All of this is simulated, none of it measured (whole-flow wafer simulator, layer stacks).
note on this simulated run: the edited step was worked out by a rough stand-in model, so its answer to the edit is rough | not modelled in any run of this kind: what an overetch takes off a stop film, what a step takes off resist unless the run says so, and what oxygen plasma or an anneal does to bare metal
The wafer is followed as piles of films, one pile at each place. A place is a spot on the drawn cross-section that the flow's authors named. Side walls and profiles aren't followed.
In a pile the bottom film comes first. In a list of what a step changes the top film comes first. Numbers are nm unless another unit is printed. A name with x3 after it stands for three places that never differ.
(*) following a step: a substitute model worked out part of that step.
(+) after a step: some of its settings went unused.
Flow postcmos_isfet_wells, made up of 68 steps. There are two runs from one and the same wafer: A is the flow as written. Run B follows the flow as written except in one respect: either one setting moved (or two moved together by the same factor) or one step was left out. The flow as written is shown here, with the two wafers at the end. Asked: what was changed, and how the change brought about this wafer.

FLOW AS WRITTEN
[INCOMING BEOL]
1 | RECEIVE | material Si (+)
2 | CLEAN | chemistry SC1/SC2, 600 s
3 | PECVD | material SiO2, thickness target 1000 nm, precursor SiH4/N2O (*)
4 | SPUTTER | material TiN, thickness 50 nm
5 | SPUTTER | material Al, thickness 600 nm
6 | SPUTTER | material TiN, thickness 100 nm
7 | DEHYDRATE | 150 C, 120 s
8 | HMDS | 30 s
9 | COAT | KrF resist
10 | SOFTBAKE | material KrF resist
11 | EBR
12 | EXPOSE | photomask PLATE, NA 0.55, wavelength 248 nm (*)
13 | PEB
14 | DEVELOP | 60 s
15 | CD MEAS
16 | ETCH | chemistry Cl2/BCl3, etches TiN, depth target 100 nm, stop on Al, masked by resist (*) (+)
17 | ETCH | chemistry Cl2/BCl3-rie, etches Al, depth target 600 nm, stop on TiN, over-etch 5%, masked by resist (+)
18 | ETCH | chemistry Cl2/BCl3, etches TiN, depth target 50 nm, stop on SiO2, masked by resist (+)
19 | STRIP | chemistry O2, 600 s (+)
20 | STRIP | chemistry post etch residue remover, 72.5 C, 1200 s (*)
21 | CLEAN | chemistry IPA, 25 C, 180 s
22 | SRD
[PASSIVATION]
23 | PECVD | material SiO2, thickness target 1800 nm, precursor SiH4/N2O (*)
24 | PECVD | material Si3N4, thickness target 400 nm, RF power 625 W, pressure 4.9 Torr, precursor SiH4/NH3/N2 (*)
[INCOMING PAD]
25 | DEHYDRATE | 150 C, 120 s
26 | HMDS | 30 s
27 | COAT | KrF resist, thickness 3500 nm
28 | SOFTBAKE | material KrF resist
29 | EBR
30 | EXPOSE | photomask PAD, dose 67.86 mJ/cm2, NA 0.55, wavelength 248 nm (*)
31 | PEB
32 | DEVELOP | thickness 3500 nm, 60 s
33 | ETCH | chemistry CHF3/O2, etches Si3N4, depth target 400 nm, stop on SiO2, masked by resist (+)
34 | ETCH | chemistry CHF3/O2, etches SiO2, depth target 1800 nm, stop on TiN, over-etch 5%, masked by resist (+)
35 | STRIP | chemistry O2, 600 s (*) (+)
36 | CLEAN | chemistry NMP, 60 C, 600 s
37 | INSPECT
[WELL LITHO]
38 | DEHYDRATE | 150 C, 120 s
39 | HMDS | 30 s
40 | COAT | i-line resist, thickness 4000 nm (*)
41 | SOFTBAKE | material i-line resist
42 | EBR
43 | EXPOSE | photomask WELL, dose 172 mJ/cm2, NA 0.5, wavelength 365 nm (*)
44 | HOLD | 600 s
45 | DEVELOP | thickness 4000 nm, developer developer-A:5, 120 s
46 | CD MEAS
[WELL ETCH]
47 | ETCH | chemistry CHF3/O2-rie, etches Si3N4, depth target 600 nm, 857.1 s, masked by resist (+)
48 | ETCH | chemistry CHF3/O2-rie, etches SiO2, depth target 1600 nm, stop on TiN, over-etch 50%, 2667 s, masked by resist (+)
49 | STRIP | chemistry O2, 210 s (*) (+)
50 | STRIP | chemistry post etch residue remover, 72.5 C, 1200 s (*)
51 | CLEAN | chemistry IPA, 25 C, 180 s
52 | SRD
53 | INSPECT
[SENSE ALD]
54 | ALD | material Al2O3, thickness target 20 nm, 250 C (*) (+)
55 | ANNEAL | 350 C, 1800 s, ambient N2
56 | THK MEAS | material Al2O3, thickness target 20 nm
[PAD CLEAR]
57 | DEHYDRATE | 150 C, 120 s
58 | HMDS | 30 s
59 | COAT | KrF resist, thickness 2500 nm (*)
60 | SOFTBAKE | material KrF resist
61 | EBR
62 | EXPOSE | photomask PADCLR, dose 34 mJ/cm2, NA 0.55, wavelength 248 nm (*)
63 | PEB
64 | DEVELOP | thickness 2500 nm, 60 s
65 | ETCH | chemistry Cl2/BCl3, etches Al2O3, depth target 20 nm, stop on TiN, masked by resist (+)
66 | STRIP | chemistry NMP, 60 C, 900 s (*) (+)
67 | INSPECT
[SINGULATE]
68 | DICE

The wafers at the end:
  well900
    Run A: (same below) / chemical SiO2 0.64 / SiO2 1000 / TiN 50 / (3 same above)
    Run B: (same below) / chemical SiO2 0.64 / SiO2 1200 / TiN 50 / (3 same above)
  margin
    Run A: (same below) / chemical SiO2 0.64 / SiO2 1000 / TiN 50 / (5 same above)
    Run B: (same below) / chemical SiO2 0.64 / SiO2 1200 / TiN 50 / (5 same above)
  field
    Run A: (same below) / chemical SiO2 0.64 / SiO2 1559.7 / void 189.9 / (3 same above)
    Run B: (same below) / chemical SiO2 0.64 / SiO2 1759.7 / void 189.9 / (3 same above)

Cause: step 3, PECVD: thickness target 1200 nm was run, while the flow as written has thickness target 1000 nm.
The wafer itself shows it: well900 has SiO2 1200, and step 3 as written asks for 1000 nm.

The path from the change to this, step by step:
  3 | PECVD | material SiO2, thickness target 1000 nm, precursor SiH4/N2O (*)
      field, margin, well900, well1300 x3, pad_rim, pad_clr, pad_open: A SiO2 gains 1000 (new film) | B SiO2 gains 1200 (new film)
